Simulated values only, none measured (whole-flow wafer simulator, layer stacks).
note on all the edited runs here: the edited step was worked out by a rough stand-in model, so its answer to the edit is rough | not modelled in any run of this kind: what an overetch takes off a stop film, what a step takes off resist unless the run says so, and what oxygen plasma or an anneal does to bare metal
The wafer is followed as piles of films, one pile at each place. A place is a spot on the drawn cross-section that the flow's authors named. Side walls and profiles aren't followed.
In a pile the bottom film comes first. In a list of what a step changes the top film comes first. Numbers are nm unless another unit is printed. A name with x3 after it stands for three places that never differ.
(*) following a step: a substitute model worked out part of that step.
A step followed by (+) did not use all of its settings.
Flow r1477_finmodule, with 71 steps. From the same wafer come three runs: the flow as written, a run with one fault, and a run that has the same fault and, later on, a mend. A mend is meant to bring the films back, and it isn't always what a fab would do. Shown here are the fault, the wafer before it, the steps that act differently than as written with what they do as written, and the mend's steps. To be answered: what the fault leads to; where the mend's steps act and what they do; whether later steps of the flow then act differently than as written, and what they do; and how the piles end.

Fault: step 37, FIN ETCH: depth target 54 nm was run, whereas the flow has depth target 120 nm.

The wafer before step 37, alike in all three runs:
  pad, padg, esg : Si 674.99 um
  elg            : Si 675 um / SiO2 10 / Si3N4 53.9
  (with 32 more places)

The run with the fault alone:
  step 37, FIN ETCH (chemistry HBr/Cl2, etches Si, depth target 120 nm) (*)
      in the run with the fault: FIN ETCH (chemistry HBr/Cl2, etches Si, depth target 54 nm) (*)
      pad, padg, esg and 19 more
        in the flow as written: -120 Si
        in the run with the fault: -54 Si
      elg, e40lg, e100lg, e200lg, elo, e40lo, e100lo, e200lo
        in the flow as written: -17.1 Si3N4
        in the run with the fault: -7.71 Si3N4
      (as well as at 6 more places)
  Steps further on in the flow that do not act as written (3 more steps, not shown, differ only slightly: by at most 2% or 0.5 nm, whichever is larger):
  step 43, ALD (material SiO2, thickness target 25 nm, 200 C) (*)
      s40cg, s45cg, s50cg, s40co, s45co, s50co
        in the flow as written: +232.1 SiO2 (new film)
        in the run with the fault: +171.2 SiO2 (new film)
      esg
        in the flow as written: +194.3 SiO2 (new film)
        in the run with the fault: +137.7 SiO2 (new film)
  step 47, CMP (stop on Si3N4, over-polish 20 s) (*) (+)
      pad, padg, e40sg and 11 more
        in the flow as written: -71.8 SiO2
        in the run with the fault: -137.8 SiO2
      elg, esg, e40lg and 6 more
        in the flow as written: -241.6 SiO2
        in the run with the fault: -251 SiO2
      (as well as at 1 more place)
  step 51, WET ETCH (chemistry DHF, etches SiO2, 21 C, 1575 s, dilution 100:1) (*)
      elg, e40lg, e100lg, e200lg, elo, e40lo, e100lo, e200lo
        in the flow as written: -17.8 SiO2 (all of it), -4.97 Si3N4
        in the run with the fault: -8.42 SiO2 (all of it), -5.73 Si3N4
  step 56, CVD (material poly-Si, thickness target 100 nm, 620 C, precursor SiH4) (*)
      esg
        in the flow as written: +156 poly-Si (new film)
        in the run with the fault: +164.6 poly-Si (new film)
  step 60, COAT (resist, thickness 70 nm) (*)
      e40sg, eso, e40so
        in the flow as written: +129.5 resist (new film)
        in the run with the fault: +137.6 resist (new film)
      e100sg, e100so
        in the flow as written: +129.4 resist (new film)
        in the run with the fault: +137.5 resist (new film)
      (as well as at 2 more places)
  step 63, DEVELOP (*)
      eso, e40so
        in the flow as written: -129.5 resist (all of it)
        in the run with the fault: -137.6 resist (all of it)
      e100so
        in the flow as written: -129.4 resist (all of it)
        in the run with the fault: -137.5 resist (all of it)
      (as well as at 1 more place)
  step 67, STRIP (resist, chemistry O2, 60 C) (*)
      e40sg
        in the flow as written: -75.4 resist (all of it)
        in the run with the fault: -83.5 resist (all of it)
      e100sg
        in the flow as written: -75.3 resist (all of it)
        in the run with the fault: -83.4 resist (all of it)
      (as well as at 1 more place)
  By the end, the piles at pad, padg, elg and 27 more depart from the flow's by more than 2% or 0.5 nm, whichever is larger.
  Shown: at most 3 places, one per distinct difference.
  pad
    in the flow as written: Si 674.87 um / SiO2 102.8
    in the run with the fault: Si 674.94 um / SiO2 37
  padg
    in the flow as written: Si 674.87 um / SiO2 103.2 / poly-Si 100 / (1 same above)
    in the run with the fault: Si 674.94 um / SiO2 37.5 / poly-Si 100 / (1 same above)
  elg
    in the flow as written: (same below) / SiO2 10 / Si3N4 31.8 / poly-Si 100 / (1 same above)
    in the run with the fault: (same below) / SiO2 10 / Si3N4 40.4 / poly-Si 100 / (1 same above)

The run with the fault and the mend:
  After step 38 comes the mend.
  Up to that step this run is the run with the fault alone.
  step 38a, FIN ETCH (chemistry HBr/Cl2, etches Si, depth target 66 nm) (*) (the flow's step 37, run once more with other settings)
      pad, padg, esg and 19 more
        -66 Si
      elg, e40lg, e100lg, e200lg, elo, e40lo, e100lo, e200lo
        -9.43 Si3N4
      s40sg_line, s45sg_line, s50sg_line, s40so_line, s45so_line, s50so_line
        -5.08 SiO2
  Every later step of the flow that is run acts as written at every place that is followed.
  The piles end the same as the flow's at every place that both follow.
